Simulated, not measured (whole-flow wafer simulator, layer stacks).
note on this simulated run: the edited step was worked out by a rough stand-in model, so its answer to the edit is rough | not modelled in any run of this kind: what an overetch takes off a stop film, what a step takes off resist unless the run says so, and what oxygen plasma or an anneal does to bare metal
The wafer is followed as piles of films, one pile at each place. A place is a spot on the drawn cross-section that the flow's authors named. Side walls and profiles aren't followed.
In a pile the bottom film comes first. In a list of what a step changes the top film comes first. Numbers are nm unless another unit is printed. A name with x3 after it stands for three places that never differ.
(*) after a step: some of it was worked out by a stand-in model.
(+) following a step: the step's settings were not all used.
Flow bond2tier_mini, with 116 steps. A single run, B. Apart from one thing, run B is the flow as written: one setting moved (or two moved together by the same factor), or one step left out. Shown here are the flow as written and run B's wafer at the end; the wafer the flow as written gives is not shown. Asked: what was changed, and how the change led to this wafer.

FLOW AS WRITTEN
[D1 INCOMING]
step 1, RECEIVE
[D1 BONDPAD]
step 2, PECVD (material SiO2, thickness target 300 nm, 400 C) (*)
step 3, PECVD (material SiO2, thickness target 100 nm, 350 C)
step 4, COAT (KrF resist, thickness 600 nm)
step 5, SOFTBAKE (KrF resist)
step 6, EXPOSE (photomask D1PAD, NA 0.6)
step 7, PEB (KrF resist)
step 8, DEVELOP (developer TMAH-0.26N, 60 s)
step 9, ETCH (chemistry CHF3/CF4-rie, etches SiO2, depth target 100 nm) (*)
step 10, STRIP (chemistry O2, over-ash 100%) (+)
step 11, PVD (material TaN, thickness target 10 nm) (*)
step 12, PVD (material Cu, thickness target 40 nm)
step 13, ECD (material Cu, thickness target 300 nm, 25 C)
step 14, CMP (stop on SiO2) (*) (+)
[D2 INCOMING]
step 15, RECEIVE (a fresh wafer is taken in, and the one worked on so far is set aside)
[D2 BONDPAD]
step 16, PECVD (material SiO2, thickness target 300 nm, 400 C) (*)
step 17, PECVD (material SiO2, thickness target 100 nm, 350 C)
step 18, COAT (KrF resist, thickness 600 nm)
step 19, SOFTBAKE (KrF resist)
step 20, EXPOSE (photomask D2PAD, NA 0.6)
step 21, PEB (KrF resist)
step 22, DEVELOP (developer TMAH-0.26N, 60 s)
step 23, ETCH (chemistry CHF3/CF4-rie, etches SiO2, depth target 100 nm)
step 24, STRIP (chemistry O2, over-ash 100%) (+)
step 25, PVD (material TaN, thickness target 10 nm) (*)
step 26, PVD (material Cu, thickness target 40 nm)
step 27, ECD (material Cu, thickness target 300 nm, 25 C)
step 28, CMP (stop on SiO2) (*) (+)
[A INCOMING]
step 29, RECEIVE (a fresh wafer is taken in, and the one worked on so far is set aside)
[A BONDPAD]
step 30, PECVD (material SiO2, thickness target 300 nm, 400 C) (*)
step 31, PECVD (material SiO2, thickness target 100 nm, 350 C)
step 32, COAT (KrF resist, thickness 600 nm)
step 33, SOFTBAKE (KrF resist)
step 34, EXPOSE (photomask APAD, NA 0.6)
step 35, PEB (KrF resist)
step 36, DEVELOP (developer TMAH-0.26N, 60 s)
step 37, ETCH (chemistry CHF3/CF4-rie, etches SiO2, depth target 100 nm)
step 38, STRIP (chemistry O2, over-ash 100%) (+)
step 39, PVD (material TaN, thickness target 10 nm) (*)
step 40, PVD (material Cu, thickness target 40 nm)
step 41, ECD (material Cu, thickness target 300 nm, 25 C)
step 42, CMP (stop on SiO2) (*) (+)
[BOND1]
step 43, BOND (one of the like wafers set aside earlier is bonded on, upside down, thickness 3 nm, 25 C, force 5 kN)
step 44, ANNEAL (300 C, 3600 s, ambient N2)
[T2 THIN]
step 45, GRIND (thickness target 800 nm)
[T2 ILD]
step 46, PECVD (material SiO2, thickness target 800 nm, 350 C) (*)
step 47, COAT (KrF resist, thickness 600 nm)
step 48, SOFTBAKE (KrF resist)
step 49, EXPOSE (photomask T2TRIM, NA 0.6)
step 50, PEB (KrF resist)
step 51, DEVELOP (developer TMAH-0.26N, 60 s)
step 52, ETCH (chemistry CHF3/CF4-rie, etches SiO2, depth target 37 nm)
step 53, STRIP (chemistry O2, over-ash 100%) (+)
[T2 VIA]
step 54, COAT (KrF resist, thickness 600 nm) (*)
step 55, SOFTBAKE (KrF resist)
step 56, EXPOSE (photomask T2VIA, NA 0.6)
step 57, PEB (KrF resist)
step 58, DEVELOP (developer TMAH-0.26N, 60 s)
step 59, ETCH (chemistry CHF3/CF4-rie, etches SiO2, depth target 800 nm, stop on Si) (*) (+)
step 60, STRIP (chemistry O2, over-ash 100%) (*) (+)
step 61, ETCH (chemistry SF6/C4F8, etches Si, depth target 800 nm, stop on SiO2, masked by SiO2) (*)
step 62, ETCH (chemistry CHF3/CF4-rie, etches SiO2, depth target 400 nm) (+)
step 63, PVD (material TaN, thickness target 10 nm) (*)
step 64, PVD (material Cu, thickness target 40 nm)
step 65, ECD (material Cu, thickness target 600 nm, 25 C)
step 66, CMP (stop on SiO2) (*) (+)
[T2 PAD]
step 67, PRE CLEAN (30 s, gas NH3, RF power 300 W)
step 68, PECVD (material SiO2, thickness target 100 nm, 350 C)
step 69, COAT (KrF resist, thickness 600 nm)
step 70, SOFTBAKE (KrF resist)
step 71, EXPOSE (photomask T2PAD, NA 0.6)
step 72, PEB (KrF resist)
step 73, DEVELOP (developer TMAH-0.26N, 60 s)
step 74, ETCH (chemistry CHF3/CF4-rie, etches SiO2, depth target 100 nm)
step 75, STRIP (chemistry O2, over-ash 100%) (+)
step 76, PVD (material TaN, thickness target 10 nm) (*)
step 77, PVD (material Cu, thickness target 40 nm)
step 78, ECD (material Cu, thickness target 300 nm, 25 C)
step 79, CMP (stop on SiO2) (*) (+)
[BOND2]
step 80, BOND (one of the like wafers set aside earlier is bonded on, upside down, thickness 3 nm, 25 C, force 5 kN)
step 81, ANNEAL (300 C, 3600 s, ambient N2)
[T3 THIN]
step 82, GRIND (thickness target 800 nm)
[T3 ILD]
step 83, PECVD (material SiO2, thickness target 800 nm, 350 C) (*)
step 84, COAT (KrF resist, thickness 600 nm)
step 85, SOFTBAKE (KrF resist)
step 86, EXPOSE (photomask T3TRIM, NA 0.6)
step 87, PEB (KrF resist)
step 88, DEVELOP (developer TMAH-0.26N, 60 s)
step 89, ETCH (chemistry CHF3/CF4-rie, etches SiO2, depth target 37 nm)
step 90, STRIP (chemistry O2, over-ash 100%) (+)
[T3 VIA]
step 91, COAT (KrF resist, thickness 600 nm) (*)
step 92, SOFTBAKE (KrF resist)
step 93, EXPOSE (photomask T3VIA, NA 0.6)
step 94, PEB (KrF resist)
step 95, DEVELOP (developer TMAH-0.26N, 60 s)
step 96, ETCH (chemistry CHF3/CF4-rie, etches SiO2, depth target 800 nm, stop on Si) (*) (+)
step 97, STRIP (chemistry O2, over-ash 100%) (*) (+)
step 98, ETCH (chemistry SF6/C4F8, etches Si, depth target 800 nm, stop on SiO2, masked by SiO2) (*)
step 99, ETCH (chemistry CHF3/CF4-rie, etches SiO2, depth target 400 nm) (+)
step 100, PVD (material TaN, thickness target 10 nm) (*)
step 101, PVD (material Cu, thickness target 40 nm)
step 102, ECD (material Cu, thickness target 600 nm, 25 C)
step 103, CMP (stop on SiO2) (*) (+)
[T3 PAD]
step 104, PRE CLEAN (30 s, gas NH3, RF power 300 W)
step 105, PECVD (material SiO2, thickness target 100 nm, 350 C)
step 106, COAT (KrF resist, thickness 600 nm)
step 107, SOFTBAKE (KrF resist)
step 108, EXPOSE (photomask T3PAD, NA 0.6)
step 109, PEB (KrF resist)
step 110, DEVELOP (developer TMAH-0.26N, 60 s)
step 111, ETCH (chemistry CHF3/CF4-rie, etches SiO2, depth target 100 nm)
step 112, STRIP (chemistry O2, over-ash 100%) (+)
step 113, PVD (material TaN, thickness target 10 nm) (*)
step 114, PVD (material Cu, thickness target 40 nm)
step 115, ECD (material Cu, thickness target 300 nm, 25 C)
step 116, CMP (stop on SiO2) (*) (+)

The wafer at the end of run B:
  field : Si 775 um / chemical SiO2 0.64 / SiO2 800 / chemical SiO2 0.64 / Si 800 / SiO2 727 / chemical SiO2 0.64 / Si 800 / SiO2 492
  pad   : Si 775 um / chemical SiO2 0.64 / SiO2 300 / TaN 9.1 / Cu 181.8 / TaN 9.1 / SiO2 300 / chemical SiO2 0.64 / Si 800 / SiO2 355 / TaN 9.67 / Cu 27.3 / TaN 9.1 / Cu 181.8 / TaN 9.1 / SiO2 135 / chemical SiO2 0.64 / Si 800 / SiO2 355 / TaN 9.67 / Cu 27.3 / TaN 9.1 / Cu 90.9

The reason: step 16, PECVD: thickness target 135 nm was run, though the flow has thickness target 300 nm.
One can read it off the wafer: pad has SiO2 135, and step 16 as written asks for 300 nm.

How this came from the change, step by step:
  step 16, PECVD (material SiO2, thickness target 300 nm, 400 C) (*)
      field, pad, via: SiO2 gains 135 (new film) (in the flow as written it would be: SiO2 gains 300 (new film))
  step 80, BOND (one of the like wafers set aside earlier is bonded on, upside down, thickness 3 nm, 25 C, force 5 kN)
      field: Si gains 775 um (new film), chemical SiO2 gains 0.64 (new film), SiO2 gains 235 (in the flow as written it would be: Si gains 775 um (new film), chemical SiO2 gains 0.64 (new film), SiO2 gains 400)
      pad: Si gains 775 um (new film), chemical SiO2 gains 0.64 (new film), SiO2 gains 135 (new film), TaN gains 9.1 (new film), Cu gains 90.9 (in the flow as written it would be: Si gains 775 um (new film), chemical SiO2 gains 0.64 (new film), SiO2 gains 300 (new film), TaN gains 9.1 (new film), Cu gains 90.9)
